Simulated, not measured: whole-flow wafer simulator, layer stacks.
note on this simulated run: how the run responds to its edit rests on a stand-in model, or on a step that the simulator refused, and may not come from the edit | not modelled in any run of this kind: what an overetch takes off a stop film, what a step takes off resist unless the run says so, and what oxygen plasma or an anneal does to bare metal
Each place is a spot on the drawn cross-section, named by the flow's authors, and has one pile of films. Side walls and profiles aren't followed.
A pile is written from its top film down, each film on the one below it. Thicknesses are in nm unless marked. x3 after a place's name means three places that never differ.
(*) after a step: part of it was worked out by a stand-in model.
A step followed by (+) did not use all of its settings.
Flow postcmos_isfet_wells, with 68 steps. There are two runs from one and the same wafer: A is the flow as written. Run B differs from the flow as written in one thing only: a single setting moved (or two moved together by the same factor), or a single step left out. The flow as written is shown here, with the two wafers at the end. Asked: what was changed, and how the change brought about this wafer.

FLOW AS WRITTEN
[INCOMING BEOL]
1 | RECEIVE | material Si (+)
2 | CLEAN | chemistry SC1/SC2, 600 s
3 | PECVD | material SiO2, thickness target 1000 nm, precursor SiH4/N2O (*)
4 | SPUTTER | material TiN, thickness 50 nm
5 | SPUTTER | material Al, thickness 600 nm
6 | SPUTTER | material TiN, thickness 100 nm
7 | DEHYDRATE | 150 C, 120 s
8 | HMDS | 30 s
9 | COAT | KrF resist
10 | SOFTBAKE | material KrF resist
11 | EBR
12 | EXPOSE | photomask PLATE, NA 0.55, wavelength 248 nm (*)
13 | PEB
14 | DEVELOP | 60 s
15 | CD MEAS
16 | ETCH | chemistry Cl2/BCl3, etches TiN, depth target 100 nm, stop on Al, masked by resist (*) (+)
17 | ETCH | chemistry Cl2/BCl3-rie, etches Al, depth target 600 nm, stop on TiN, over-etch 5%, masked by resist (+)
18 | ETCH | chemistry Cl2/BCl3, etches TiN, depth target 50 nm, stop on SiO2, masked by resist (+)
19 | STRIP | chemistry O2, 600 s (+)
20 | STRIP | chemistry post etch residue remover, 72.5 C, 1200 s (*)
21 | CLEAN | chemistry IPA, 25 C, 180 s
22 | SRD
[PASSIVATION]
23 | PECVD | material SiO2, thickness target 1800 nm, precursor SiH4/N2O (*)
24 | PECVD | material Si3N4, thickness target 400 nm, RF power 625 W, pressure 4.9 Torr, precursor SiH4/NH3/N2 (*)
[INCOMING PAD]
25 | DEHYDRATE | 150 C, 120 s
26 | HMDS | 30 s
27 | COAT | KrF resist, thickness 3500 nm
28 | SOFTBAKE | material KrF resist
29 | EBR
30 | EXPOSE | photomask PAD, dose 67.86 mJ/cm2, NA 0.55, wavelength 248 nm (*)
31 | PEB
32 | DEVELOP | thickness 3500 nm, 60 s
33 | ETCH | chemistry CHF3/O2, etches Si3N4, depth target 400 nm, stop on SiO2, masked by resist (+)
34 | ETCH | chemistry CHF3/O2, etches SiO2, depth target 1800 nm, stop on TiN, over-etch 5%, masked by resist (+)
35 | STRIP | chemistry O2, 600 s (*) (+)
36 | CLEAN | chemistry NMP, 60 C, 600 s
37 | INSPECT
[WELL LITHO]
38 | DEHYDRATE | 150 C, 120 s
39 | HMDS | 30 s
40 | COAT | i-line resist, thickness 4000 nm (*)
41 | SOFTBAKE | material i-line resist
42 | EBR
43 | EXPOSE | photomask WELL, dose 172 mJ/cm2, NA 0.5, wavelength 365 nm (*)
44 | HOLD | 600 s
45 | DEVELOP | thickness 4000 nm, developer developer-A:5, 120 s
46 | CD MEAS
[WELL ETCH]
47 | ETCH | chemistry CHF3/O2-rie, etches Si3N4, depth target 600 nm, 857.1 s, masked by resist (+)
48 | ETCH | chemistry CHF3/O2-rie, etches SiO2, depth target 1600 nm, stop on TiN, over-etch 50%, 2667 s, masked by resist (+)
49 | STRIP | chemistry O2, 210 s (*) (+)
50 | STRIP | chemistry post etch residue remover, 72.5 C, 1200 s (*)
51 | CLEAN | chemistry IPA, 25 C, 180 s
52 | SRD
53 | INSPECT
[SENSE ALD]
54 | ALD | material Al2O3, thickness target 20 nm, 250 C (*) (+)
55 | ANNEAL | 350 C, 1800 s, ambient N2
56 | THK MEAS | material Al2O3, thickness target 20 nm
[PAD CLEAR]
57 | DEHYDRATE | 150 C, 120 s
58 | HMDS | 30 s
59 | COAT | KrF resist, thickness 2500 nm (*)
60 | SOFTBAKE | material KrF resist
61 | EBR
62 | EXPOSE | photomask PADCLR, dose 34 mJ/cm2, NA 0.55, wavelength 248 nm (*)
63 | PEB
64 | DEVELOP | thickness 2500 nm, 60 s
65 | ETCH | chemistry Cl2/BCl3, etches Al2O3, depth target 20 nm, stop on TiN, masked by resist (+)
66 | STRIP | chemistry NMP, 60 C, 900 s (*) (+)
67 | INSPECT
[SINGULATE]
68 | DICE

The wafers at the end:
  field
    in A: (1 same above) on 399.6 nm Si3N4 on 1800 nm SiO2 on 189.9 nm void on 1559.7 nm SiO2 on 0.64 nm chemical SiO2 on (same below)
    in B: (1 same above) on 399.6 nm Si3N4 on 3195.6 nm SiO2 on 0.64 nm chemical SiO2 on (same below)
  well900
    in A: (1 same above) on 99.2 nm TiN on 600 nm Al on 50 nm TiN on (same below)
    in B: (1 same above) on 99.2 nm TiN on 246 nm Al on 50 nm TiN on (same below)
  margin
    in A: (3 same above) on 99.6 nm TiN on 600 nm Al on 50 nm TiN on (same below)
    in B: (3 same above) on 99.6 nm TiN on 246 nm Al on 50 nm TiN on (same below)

The reason: step 5, SPUTTER: thickness 246 nm was run, though the flow has thickness 600 nm.
The wafer itself shows it: well900 has Al 246, and step 5 as written asks for 600 nm.

The path from the change to this, step by step:
  5 | SPUTTER | material Al, thickness 600 nm
      field, margin, well900, well1300 x3, pad_rim, pad_clr, pad_open: A +600 Al (new film) | B +246 Al (new film)
  17 | ETCH | chemistry Cl2/BCl3-rie, etches Al, depth target 600 nm, stop on TiN, over-etch 5%, masked by resist (+)
      margin, well900, well1300 x3, pad_rim, pad_clr, pad_open: A -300 KrF resist | B -129.1 KrF resist
      field: A -600 Al (all of it) | B -246 Al (all of it)
  19 | STRIP | chemistry O2, 600 s (+)
      margin, well900, well1300 x3, pad_rim, pad_clr, pad_open: A -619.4 KrF resist (all of it) | B -790.2 KrF resist (all of it)
  23 | PECVD | material SiO2, thickness target 1800 nm, precursor SiH4/N2O (*)
      field: A +1800 SiO2 (new film), +189.9 void (new film), +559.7 SiO2 | B +2195.6 SiO2
